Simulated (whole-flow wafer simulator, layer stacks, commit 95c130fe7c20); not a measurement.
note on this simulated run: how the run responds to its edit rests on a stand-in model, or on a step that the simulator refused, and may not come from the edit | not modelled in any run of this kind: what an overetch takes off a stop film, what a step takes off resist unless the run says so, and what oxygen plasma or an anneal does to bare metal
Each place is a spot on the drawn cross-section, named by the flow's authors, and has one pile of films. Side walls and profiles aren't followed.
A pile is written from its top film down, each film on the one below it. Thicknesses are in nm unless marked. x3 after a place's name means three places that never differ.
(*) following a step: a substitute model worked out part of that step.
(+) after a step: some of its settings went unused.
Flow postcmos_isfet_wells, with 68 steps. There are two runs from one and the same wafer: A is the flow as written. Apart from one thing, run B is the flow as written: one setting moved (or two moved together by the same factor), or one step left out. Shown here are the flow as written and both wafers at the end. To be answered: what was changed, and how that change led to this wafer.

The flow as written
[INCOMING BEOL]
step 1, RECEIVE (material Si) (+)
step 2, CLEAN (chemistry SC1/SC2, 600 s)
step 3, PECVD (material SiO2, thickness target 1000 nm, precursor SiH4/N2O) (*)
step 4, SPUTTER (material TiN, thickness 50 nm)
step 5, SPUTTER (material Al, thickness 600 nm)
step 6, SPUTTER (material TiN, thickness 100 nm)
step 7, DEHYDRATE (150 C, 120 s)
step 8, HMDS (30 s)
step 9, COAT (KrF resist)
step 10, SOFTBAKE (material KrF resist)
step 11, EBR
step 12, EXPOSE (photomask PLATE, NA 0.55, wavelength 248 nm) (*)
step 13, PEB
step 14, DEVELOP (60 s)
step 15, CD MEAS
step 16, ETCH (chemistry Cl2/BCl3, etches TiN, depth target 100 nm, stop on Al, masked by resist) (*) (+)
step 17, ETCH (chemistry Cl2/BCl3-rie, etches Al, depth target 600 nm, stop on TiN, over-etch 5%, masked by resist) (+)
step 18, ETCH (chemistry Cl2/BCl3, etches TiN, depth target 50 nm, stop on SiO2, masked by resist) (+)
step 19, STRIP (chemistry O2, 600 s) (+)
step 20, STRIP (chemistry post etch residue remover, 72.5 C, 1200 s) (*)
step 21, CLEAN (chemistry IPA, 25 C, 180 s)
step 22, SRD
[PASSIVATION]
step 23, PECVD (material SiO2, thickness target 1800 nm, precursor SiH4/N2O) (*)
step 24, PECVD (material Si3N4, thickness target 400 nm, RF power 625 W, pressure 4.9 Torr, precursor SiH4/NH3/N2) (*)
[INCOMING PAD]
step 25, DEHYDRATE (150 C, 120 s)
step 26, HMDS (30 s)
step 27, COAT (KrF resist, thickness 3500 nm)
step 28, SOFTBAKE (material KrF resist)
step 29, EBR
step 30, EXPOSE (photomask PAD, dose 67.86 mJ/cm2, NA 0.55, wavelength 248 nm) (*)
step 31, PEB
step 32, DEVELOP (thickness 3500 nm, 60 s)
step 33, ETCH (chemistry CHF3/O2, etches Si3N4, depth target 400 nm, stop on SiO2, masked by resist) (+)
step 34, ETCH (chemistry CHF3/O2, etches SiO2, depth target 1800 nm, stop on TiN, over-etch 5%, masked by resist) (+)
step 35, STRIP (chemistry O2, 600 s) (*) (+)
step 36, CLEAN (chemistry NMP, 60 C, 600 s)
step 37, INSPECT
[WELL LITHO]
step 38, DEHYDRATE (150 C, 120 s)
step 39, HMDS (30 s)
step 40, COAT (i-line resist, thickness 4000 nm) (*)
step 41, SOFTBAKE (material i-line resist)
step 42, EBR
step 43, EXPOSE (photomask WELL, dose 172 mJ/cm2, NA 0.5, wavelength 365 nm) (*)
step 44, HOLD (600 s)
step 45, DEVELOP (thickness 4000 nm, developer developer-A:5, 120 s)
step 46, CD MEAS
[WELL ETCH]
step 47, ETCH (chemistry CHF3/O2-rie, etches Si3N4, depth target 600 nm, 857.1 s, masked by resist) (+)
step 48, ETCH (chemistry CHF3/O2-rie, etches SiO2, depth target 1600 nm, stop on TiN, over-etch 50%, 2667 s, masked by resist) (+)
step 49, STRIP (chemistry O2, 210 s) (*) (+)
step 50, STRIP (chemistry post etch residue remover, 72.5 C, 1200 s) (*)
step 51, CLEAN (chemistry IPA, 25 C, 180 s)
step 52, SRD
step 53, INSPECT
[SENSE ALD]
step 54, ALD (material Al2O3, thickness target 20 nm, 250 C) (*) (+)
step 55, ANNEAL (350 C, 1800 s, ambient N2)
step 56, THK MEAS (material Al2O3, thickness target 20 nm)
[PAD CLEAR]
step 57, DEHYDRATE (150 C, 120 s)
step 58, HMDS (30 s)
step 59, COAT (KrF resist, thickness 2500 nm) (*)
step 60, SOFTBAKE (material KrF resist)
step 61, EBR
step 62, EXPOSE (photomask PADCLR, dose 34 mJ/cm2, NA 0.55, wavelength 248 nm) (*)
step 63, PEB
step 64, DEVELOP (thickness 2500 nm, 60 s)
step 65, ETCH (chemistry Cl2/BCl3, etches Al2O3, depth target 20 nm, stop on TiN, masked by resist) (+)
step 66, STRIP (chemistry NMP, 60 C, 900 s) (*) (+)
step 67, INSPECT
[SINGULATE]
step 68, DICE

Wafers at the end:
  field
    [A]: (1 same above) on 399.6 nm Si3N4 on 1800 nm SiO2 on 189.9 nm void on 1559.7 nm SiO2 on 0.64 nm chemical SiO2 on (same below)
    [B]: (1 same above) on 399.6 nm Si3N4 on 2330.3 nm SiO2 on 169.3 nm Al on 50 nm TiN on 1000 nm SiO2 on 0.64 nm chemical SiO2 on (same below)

The reason: step 17, ETCH: depth target 375 nm was run, while the flow as written has depth target 600 nm.

Step by step, how the change led to this:
  step 17, ETCH (chemistry Cl2/BCl3-rie, etches Al, depth target 600 nm, stop on TiN, over-etch 5%, masked by resist) (+)
      field: A Al loses 600 (all of it) | B Al loses 375
      margin, well900, well1300 x3, pad_rim, pad_clr, pad_open: A KrF resist loses 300 | B KrF resist loses 187.5
  step 18, ETCH (chemistry Cl2/BCl3, etches TiN, depth target 50 nm, stop on SiO2, masked by resist) (+)
      field: A TiN loses 50 (all of it) | B Al loses 50
  step 19, STRIP (chemistry O2, 600 s) (+)
      margin, well900, well1300 x3, pad_rim, pad_clr, pad_open: A KrF resist loses 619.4 (all of it) | B KrF resist loses 731.9 (all of it)
  step 20, STRIP (chemistry post etch residue remover, 72.5 C, 1200 s) (*)
      field: A nothing | B Al loses 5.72
  step 23, PECVD (material SiO2, thickness target 1800 nm, precursor SiH4/N2O) (*)
      field: A SiO2 gains 1800 (new film), void gains 189.9 (new film), SiO2 gains 559.7 | B SiO2 gains 2330.3 (new film)
Taking metal films that touch as one body, field has 1 body; the flow as written gives 0 bodies.
